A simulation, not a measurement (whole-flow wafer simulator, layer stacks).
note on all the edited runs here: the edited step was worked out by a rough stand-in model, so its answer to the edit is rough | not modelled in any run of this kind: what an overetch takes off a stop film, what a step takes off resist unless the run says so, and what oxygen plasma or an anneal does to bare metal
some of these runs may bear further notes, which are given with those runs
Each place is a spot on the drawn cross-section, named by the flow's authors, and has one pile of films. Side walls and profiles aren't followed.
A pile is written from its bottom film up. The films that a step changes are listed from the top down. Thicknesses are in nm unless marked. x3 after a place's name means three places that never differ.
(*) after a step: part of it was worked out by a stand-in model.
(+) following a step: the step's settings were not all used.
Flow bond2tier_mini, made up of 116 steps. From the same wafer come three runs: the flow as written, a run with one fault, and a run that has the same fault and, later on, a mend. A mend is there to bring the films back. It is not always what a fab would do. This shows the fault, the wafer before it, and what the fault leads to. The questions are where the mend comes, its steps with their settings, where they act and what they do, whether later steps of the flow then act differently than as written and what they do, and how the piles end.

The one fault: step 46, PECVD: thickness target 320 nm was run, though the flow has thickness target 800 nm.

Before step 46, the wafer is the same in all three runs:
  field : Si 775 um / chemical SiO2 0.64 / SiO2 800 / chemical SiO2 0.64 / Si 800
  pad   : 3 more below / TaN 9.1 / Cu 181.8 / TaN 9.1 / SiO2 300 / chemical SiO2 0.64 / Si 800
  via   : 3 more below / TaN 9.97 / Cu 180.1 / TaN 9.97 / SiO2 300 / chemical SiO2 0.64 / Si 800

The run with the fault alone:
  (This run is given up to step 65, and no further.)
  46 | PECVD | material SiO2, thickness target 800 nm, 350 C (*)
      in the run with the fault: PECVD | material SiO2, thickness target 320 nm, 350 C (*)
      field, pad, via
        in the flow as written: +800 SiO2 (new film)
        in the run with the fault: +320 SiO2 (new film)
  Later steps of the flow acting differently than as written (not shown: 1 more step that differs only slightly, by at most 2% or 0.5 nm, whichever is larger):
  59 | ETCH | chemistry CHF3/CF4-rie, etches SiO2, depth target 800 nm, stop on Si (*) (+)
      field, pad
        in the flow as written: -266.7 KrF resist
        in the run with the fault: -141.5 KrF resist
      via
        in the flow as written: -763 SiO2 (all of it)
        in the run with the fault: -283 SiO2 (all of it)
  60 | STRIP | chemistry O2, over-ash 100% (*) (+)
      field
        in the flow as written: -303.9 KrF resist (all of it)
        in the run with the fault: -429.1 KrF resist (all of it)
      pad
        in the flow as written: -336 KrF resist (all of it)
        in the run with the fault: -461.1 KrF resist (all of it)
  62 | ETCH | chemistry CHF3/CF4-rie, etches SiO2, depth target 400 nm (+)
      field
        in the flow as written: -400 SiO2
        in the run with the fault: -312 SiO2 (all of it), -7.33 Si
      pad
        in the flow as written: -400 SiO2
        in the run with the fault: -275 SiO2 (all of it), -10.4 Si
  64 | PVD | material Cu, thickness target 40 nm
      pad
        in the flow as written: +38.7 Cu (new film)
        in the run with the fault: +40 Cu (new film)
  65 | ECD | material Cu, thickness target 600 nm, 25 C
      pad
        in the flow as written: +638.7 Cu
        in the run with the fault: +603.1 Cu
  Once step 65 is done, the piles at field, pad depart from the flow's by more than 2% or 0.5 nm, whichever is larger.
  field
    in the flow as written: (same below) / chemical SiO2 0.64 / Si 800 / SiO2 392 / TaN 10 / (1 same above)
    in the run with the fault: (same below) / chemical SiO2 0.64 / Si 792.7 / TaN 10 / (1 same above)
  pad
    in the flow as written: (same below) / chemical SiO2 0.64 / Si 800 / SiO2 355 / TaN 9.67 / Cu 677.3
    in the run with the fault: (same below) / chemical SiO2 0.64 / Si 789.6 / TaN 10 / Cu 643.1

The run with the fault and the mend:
  After step 51 comes the mend.
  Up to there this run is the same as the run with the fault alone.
  51a | STRIP | chemistry O2, over-ash 100% (+)
      field
        -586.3 KrF resist (all of it)
  51b | PECVD | material SiO2, thickness target 480 nm, 350 C (*) (a further turn of the flow's step 46, with different settings)
      field, pad, via
        +480 SiO2
  51c | COAT | KrF resist, thickness 600 nm (a further turn of the flow's step 47)
      field, pad, via
        +600 KrF resist (new film)
  51d | SOFTBAKE | KrF resist (a further turn of the flow's step 48)
      alters no film at any place that is followed
  51e | EXPOSE | photomask T2TRIM, NA 0.6 (a further turn of the flow's step 49)
      alters no film at any place that is followed
  51f | PEB | KrF resist (a further turn of the flow's step 50)
      alters no film at any place that is followed
  51g | DEVELOP | developer TMAH-0.26N, 60 s (a further turn of the flow's step 51)
      pad, via
        -600 KrF resist (all of it)
      field
        -13.7 KrF resist
  None of the later steps of the flow acts differently than as written at any place that is followed.
  By the end, the piles equal the flow's at every place that both follow.
